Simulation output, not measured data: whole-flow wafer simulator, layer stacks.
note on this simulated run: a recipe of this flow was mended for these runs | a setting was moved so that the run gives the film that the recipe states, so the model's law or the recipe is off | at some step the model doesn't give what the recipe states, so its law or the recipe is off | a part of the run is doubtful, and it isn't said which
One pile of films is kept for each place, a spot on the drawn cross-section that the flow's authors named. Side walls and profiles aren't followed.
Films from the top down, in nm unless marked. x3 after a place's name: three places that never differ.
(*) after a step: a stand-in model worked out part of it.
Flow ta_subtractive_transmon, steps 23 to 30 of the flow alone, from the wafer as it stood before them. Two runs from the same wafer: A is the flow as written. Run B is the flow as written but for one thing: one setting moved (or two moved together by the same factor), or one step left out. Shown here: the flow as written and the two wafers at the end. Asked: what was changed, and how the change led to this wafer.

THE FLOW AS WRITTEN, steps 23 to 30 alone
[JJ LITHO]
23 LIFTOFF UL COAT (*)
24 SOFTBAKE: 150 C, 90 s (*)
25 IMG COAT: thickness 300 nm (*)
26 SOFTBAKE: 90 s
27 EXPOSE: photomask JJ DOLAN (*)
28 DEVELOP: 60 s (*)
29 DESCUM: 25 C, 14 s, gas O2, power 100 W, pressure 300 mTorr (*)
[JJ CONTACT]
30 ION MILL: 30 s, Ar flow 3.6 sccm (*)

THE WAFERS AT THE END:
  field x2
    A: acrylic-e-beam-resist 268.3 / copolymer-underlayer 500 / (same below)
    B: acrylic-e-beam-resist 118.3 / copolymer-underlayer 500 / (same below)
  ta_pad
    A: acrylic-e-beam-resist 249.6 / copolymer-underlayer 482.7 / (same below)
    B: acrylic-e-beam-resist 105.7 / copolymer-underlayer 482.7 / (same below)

The cause: step 25, IMG COAT: thickness 150 nm was run, where the flow has thickness 300 nm.

How the change led to this, step by step:
  25 IMG COAT: thickness 300 nm (*)
      field x2, jj_line: A acrylic-e-beam-resist +300 (new film) | B acrylic-e-beam-resist +150 (new film)
      lead: A acrylic-e-beam-resist +312.5 (new film) | B acrylic-e-beam-resist +158.1 (new film)
      (and at 2 more places)
  28 DEVELOP: 60 s (*)
      jj_line: A acrylic-e-beam-resist -300 (all of it), copolymer-underlayer -500 (all of it) | B acrylic-e-beam-resist -150 (all of it), copolymer-underlayer -500 (all of it)
      lead: A acrylic-e-beam-resist -312.5 (all of it), copolymer-underlayer -554.7 (all of it) | B acrylic-e-beam-resist -158.1 (all of it), copolymer-underlayer -554.7 (all of it)
      (and at 1 more place)
